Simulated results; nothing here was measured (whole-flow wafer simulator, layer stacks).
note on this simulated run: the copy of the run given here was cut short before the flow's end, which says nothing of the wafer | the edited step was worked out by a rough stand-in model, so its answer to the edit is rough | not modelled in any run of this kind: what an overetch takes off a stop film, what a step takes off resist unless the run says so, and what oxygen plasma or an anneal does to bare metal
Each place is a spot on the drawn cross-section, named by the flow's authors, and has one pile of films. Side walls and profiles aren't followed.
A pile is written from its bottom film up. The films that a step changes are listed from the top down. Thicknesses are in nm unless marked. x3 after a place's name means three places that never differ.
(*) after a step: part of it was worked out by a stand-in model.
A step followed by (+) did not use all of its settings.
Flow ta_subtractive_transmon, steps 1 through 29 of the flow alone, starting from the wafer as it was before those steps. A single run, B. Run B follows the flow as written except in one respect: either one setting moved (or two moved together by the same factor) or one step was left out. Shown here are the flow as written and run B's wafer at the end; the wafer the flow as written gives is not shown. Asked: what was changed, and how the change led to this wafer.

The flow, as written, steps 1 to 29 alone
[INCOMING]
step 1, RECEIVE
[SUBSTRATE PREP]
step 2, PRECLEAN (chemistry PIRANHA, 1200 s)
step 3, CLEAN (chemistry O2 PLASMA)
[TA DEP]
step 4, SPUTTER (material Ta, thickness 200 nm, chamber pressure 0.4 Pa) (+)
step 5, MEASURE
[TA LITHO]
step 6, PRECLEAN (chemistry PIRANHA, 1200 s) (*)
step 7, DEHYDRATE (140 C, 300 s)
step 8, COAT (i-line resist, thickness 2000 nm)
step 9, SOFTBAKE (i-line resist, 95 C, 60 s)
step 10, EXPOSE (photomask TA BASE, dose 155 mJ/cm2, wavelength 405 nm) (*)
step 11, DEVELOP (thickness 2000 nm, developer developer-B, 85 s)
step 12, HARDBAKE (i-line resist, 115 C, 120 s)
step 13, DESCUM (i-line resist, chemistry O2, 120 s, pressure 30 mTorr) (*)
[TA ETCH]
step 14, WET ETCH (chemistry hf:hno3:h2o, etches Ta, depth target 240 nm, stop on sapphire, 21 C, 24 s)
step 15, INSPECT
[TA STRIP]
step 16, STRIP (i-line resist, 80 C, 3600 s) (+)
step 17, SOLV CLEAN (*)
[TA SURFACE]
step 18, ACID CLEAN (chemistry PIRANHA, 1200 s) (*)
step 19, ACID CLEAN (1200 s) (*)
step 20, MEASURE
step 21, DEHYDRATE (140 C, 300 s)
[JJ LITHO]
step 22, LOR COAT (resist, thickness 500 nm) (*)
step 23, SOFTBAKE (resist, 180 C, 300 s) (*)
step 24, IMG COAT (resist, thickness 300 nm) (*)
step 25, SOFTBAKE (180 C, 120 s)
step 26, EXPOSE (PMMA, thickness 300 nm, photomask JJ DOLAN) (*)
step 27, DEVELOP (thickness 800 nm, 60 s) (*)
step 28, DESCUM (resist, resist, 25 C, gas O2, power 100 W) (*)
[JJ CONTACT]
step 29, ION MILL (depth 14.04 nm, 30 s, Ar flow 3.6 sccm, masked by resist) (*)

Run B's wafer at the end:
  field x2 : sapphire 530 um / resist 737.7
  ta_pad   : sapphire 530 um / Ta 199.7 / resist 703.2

The reason: step 24, IMG COAT: thickness 270 nm was run, though the flow has thickness 300 nm.

The path from the change to this, step by step:
  step 24, IMG COAT (resist, thickness 300 nm) (*)
      field x2, jj_line: +270 resist (it would be, as written: +300 resist)
      lead: +281.7 resist (it would be, as written: +312.6 resist)
      (also at 2 further places)
  step 27, DEVELOP (thickness 800 nm, 60 s) (*)
      jj_line: -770 resist (all of it) (it would be, as written: -800 resist (all of it))
      lead: -836.5 resist (all of it) (it would be, as written: -867.4 resist (all of it))
      (also at 1 further place)
